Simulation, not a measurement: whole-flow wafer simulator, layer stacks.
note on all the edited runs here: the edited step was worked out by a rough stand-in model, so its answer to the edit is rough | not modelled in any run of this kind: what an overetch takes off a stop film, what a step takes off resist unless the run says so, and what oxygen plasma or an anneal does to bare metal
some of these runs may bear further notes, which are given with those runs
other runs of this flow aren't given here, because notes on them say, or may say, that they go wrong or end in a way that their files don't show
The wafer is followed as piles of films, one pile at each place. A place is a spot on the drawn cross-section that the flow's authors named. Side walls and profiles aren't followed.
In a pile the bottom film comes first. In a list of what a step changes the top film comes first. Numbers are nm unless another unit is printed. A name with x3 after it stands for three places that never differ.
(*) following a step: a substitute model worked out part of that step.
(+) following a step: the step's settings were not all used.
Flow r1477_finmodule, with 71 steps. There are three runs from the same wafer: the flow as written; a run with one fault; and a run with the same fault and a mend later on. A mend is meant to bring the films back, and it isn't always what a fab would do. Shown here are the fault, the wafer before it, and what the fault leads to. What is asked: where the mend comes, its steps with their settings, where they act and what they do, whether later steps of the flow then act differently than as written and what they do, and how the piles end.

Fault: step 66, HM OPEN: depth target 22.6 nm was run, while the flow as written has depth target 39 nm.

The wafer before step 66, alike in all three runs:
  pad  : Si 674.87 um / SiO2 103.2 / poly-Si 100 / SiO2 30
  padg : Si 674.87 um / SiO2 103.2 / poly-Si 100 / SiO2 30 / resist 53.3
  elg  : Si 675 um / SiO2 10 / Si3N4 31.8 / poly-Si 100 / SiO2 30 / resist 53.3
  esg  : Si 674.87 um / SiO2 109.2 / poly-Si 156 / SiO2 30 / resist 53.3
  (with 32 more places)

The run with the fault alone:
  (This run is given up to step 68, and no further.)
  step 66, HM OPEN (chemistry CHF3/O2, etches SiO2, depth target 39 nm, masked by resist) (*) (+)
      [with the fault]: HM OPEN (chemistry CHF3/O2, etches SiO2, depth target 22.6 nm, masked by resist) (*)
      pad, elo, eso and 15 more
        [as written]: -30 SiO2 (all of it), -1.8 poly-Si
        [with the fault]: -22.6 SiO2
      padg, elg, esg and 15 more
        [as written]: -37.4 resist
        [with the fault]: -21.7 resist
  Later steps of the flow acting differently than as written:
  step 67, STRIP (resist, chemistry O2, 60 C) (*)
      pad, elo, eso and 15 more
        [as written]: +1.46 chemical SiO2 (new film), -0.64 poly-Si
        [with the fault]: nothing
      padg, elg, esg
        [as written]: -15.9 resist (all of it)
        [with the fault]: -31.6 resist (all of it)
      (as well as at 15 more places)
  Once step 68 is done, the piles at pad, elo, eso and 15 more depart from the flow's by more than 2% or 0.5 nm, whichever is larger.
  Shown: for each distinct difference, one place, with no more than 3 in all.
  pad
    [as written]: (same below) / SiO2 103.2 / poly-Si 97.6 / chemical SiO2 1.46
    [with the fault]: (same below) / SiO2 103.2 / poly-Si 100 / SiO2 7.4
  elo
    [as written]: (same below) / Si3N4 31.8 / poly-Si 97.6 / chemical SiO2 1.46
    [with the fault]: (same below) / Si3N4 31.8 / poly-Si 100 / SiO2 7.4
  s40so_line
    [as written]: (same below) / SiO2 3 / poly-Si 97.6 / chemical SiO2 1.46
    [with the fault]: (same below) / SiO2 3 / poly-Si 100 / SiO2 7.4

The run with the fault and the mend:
  The mend follows step 67.
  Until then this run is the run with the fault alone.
  step 67a, DEHYDRATE (150 C, 120 s) (the flow's step 59 again)
      does not change any film at any place that is followed
  step 67b, COAT (resist, thickness 70 nm) (*) (the flow's step 60 again)
      e40lg, e100lg, e200lg, elo, e40lo, e100lo, e200lo
        +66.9 resist (new film)
      s40sg, s45sg, s40so, s45so
        +91 resist (new film)
      s40sg_line, s45sg_line, s40so_line, s45so_line
        +68.5 resist (new film)
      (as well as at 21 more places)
  step 67c, SOFTBAKE (180 C, 180 s) (*) (the flow's step 61 again)
      does not change any film at any place that is followed
  step 67d, EXPOSE (resist, photomask GATE) (the flow's step 62 again)
      does not change any film at any place that is followed
  step 67e, DEVELOP (*) (the flow's step 63 again)
      elo, e40lo, e100lo, e200lo
        -66.9 resist (all of it)
      eso, e40so
        -129.5 resist (all of it)
      s40so, s45so
        -91 resist (all of it)
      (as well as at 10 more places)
  step 67f, DESCUM (chemistry O2, 20 C, 10 s) (*) (the flow's step 65 again)
      padg, elg, esg and 15 more
        -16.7 resist
  step 67g, HM OPEN (chemistry CHF3/O2, etches SiO2, depth target 16.4 nm, masked by resist) (*) (+) (the flow's step 66 again, with other settings)
      pad, elo, eso and 15 more
        -7.4 SiO2 (all of it), -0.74 poly-Si
      padg, elg, esg and 15 more
        -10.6 resist
  step 67h, STRIP (resist, chemistry O2, 60 C) (*) (the flow's step 67 again)
      pad, elo, eso and 15 more
        +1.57 chemical SiO2 (new film), -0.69 poly-Si
      e40lg, e100lg, e200lg
        -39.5 resist (all of it)
      elg, esg
        -42.6 resist (all of it)
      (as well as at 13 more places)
  Every later step of the flow that is run acts as written, at every place that is followed, to within 2% or 0.5 nm, whichever is larger.
  When the end is reached, the piles differ only a little from the flow's at the places that both follow, at most by 2% or 0.5 nm, whichever is larger.
